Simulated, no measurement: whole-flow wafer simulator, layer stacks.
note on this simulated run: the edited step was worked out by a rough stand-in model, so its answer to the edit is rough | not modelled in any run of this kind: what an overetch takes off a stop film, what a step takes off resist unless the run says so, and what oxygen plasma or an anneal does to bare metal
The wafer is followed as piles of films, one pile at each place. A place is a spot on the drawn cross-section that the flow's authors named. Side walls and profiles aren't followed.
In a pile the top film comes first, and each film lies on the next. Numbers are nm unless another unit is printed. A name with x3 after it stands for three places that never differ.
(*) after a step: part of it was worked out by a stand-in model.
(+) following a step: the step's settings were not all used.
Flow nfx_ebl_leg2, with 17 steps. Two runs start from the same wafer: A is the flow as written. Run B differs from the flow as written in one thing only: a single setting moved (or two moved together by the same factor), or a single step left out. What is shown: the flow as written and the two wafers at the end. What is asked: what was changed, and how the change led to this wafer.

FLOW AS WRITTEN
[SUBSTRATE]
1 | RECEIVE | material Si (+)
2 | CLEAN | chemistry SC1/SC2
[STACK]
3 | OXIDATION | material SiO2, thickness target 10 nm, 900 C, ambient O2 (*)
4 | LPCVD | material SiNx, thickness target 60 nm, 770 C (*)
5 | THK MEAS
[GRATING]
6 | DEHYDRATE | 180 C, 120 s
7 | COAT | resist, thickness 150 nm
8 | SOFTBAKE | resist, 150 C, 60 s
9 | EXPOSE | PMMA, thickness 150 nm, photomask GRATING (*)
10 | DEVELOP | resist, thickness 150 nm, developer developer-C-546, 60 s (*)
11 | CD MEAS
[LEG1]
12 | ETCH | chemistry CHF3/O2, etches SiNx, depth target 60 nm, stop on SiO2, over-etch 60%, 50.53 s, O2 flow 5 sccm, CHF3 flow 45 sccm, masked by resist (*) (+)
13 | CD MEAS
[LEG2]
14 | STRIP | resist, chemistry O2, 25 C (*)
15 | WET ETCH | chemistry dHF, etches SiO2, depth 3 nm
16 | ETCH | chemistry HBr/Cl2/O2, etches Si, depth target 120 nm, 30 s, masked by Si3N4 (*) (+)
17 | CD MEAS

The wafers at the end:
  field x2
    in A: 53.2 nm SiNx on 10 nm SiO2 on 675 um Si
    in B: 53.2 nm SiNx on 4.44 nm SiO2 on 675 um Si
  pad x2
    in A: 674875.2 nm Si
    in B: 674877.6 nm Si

What caused this: step 3, OXIDATION: 810 C was run, while the flow as written has 900 C.

Step by step, how the change led to this:
  3 | OXIDATION | material SiO2, thickness target 10 nm, 900 C, ambient O2 (*)
      field x2, pad x2: A SiO2 gains 10 (new film), chemical SiO2 loses 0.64 (all of it), Si loses 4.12 | B SiO2 gains 4.44 (new film), chemical SiO2 loses 0.64 (all of it), Si loses 1.67
  12 | ETCH | chemistry CHF3/O2, etches SiNx, depth target 60 nm, stop on SiO2, over-etch 60%, 50.53 s, O2 flow 5 sccm, CHF3 flow 45 sccm, masked by resist (*) (+)
      pad x2: A SiNx loses 60 (all of it), SiO2 loses 10 (all of it) | B SiNx loses 60 (all of it), SiO2 loses 4.44 (all of it)
